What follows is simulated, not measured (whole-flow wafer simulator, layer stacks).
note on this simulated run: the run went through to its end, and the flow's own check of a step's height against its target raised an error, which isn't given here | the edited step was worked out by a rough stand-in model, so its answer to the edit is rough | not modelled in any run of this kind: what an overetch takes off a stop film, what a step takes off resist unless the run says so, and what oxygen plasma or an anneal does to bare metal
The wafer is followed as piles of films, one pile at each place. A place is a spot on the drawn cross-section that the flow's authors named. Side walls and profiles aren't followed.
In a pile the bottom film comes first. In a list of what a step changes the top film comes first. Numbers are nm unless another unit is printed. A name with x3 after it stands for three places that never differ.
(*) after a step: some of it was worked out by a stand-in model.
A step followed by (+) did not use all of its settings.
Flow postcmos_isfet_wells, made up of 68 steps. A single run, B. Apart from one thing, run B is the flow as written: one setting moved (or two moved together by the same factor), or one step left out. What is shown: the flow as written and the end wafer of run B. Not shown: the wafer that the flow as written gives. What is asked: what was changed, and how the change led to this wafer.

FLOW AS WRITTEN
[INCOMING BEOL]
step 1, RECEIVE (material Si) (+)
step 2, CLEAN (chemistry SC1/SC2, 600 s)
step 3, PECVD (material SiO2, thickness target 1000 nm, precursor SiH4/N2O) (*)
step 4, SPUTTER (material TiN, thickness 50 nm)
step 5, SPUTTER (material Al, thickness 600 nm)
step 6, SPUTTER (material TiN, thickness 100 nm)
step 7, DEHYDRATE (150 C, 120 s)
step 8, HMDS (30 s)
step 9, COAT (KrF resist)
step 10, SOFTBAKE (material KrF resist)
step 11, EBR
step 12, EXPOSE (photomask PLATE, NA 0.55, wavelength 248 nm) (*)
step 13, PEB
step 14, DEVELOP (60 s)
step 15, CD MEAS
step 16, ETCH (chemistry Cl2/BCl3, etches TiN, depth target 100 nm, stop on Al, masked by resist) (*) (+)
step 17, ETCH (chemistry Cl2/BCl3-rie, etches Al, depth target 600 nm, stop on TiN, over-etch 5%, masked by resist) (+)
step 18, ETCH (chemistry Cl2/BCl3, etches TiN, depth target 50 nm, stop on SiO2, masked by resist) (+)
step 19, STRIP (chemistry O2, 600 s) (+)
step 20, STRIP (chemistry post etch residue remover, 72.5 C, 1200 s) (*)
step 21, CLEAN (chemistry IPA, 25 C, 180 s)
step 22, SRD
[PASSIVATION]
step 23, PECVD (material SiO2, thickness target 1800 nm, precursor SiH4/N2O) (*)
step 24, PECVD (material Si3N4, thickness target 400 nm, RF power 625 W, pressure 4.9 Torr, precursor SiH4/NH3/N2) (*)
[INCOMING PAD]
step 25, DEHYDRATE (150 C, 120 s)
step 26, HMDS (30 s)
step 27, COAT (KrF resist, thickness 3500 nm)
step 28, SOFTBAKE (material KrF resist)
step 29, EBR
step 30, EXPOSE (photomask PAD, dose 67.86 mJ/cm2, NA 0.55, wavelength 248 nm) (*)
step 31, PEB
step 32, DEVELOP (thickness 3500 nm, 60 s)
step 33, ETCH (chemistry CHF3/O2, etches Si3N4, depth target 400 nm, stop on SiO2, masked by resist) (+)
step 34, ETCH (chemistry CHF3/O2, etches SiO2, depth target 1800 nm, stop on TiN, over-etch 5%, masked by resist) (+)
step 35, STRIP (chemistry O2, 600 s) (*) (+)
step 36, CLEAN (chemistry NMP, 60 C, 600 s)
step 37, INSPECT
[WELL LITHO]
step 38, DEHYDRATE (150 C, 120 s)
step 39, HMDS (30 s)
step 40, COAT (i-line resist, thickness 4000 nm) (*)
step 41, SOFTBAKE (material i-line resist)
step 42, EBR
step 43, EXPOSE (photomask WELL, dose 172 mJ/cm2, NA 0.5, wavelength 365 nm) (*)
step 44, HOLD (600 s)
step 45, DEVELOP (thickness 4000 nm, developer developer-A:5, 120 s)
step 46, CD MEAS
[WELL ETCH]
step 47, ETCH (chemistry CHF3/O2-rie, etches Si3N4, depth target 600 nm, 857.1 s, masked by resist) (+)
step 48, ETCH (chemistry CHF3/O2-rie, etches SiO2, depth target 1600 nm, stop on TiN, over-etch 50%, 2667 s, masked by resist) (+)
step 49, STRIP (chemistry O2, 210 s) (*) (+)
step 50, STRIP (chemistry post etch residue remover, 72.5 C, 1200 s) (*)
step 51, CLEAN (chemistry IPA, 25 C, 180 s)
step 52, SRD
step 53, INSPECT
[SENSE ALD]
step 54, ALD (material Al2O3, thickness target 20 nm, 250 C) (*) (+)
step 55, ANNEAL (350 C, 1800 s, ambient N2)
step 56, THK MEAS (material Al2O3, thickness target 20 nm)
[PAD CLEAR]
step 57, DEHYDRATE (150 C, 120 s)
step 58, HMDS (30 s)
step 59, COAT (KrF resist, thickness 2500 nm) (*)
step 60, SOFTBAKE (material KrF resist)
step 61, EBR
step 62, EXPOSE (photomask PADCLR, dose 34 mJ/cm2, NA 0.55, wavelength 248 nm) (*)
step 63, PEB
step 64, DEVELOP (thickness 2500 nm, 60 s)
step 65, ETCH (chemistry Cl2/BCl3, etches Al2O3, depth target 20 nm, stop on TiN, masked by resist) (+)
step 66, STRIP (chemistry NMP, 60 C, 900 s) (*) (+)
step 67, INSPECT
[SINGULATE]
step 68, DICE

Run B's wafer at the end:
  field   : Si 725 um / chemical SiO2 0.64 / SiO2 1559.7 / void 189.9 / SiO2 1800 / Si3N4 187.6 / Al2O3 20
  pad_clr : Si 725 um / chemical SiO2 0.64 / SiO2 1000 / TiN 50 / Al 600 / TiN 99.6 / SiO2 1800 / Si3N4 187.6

What caused this: step 24, PECVD: thickness target 188 nm was run, though the flow has thickness target 400 nm.

How this came from the change, step by step:
  step 24, PECVD (material Si3N4, thickness target 400 nm, RF power 625 W, pressure 4.9 Torr, precursor SiH4/NH3/N2) (*)
      field, margin, well900, well1300 x3, pad_rim, pad_clr, pad_open: +188 Si3N4 (new film) (it would be, as written: +400 Si3N4 (new film))
  step 33, ETCH (chemistry CHF3/O2, etches Si3N4, depth target 400 nm, stop on SiO2, masked by resist) (+)
      field, margin, well900, well1300 x3, pad_rim, pad_clr: -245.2 KrF resist (it would be, as written: -347.8 KrF resist)
      pad_open: -188 Si3N4 (all of it) (it would be, as written: -400 Si3N4 (all of it))
  step 35, STRIP (chemistry O2, 600 s) (*) (+)
      field, margin, well900, well1300 x3, pad_rim, pad_clr: -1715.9 KrF resist (all of it) (it would be, as written: -1613.3 KrF resist (all of it))
  step 41, SOFTBAKE (material i-line resist)
      pad_clr: -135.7 i-line resist (it would be, as written: -156.7 i-line resist)
      pad_open: +105.9 i-line resist (it would be, as written: +115.3 i-line resist)
  step 47, ETCH (chemistry CHF3/O2-rie, etches Si3N4, depth target 600 nm, 857.1 s, masked by resist) (+)
      well900, well1300 x3: -188 Si3N4 (all of it), -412 SiO2 (it would be, as written: -400 Si3N4 (all of it), -200 SiO2)
  step 48, ETCH (chemistry CHF3/O2-rie, etches SiO2, depth target 1600 nm, stop on TiN, over-etch 50%, 2667 s, masked by resist) (+)
      well900, well1300 x3: -1388 SiO2 (all of it) (it would be, as written: -1600 SiO2 (all of it))
  step 49, STRIP (chemistry O2, 210 s) (*) (+)
      pad_clr: -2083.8 i-line resist (all of it) (it would be, as written: -1996.5 i-line resist (all of it))
      pad_open: -3730.8 i-line resist (all of it) (it would be, as written: -3816.3 i-line resist (all of it))
  step 59, COAT (KrF resist, thickness 2500 nm) (*)
      field: +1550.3 KrF resist (new film) (it would be, as written: +1449 KrF resist (new film))
      margin: +1550.2 KrF resist (new film) (it would be, as written: +1448.9 KrF resist (new film))
      (and at 2 other places as well)
  step 63, PEB
      field, margin: -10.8 KrF resist (it would be, as written: -10.1 KrF resist)
  step 64, DEVELOP (thickness 2500 nm, 60 s)
      pad_clr: -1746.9 KrF resist (all of it) (it would be, as written: -1676 KrF resist (all of it))
  step 66, STRIP (chemistry NMP, 60 C, 900 s) (*) (+)
      field: -1500.7 KrF resist (all of it) (it would be, as written: -1400.1 KrF resist (all of it))
      margin: -1500.6 KrF resist (all of it) (it would be, as written: -1400.1 KrF resist (all of it))
      (and at 1 other place as well)
